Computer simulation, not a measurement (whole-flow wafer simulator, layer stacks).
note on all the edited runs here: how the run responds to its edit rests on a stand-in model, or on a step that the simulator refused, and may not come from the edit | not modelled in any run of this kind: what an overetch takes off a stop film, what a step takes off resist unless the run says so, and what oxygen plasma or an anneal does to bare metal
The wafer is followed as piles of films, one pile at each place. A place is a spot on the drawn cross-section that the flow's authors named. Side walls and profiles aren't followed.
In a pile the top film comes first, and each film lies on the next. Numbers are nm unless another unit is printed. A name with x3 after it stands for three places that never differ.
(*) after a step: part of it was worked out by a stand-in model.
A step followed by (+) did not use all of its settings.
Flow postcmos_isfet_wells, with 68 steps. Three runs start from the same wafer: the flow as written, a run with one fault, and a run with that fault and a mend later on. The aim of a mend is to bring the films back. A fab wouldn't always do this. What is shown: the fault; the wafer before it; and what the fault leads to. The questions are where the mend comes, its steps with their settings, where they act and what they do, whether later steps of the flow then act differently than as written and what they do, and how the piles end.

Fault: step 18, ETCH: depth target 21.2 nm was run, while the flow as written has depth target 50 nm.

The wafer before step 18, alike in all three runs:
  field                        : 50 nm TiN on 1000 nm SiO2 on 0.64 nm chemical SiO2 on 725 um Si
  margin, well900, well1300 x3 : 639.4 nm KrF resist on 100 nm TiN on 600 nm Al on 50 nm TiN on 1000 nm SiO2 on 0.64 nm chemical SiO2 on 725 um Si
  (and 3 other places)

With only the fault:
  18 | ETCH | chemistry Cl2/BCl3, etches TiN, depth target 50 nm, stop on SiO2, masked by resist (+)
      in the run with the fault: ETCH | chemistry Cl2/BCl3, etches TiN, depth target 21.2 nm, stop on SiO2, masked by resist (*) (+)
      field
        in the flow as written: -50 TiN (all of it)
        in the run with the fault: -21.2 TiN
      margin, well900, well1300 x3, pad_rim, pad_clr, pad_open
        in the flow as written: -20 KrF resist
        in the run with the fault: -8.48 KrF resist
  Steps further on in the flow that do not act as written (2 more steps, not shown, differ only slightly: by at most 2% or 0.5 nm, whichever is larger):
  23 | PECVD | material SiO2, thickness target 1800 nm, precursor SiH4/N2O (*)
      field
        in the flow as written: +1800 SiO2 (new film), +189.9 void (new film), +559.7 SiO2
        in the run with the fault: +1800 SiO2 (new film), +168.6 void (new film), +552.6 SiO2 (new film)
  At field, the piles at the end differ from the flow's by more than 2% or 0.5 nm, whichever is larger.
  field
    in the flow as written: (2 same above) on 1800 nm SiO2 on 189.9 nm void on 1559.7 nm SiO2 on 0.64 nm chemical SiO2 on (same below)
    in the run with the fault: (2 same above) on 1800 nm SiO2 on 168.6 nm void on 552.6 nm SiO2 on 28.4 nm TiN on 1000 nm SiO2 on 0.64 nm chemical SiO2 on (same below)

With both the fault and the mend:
  After step 18 comes the mend.
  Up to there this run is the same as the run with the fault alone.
  18a | ETCH | chemistry Cl2/BCl3, etches TiN, depth target 28.8 nm, stop on SiO2, masked by resist (the flow's step 18, run once more with other settings)
      margin, well900, well1300 x3, pad_rim, pad_clr, pad_open
        -11.5 KrF resist
      field
        -28.8 TiN (all of it)
  Later steps of the flow that are run all act as written at every place that is followed.
  At every place that both follow, the piles at the end match the flow's.
